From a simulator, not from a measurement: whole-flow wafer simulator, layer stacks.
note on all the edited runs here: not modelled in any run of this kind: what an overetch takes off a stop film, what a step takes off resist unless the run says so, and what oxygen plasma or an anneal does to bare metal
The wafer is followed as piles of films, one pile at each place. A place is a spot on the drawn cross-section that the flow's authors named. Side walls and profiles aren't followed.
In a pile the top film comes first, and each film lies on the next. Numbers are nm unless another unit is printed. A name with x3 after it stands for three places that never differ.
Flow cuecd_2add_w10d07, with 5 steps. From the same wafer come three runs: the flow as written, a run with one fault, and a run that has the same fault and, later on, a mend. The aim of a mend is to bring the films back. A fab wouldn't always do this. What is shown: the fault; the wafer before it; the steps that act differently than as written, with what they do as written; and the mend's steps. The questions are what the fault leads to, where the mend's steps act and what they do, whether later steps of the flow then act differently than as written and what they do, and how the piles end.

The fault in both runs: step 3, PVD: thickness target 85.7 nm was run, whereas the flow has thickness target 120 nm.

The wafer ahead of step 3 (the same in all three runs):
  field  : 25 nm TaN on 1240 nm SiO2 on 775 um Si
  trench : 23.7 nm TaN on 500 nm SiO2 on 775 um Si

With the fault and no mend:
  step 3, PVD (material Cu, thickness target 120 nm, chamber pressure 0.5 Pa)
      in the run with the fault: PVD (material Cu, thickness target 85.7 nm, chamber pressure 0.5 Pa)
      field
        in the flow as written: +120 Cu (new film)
        in the run with the fault: +85.7 Cu (new film)
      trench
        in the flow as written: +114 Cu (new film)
        in the run with the fault: +81.3 Cu (new film)
  Every later step of the flow that is run acts as written at every place that is followed.
  The piles end different from the flow's at field, trench by more than 2% or 0.5 nm, whichever is larger.
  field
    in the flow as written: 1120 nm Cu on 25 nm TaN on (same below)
    in the run with the fault: 1085.7 nm Cu on 25 nm TaN on (same below)
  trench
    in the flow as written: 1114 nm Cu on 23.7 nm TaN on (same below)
    in the run with the fault: 1081.3 nm Cu on 23.7 nm TaN on (same below)

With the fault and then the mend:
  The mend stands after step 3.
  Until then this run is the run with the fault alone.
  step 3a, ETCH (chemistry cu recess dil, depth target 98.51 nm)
      field
        -85.7 Cu (all of it)
      trench
        -81.3 Cu (all of it)
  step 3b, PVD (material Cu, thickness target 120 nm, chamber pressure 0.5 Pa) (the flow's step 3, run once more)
      field
        +120 Cu (new film)
      trench
        +114 Cu (new film)
  Every later step of the flow that is run acts as written at every place that is followed.
  By the end, the piles equal the flow's at every place that both follow.
